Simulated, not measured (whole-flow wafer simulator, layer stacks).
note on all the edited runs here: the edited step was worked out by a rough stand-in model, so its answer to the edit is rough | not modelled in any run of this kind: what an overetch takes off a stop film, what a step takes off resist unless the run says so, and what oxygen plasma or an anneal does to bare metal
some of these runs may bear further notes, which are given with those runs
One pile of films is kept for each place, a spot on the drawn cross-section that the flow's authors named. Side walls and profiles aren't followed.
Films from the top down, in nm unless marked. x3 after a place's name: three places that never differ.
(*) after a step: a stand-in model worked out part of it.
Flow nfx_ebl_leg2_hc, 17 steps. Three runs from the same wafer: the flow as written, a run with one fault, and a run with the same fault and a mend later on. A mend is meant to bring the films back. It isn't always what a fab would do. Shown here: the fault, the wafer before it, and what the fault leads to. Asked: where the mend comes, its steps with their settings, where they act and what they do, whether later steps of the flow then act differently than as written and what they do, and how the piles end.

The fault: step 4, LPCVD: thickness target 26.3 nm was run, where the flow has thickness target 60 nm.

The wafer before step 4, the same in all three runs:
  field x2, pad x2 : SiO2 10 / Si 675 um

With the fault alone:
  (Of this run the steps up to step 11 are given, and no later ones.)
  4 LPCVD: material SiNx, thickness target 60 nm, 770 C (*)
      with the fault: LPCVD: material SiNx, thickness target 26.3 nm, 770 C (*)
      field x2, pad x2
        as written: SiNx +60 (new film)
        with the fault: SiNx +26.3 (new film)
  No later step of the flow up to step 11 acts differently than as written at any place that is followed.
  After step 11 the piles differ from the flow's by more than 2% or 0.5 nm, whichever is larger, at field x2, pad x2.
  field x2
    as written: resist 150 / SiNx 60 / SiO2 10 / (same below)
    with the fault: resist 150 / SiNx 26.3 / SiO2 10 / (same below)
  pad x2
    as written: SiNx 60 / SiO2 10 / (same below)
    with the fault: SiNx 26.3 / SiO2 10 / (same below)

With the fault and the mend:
  The mend comes after step 11.
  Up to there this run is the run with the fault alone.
  11a STRIP: resist, chemistry O2, 25 C (*)
      field x2
        resist -150 (all of it)
  11b CLEAN: chemistry SC1/SC2 (*) (the flow's step 2 once more)
      changes no film at any place that is followed
  11c LPCVD: material SiNx, thickness target 33.7 nm, 770 C (*) (the flow's step 4 once more, with other settings)
      field x2, pad x2
        SiNx +33.7
  11d DEHYDRATE: 180 C, 120 s (the flow's step 6 once more)
      changes no film at any place that is followed
  11e COAT: resist, thickness 150 nm (the flow's step 7 once more)
      field x2, pad x2
        resist +150 (new film)
  11f SOFTBAKE: resist, 150 C, 60 s (the flow's step 8 once more)
      changes no film at any place that is followed
  11g EXPOSE: PMMA, thickness 150 nm, photomask GRATING (*) (the flow's step 9 once more)
      changes no film at any place that is followed
  11h DEVELOP: resist, thickness 150 nm, developer developer-C-546, 60 s (*) (the flow's step 10 once more)
      pad x2
        resist -150 (all of it)
  No later step of the flow acts differently than as written at any place that is followed.
  At the end the piles are the same as the flow's at every place that both follow.
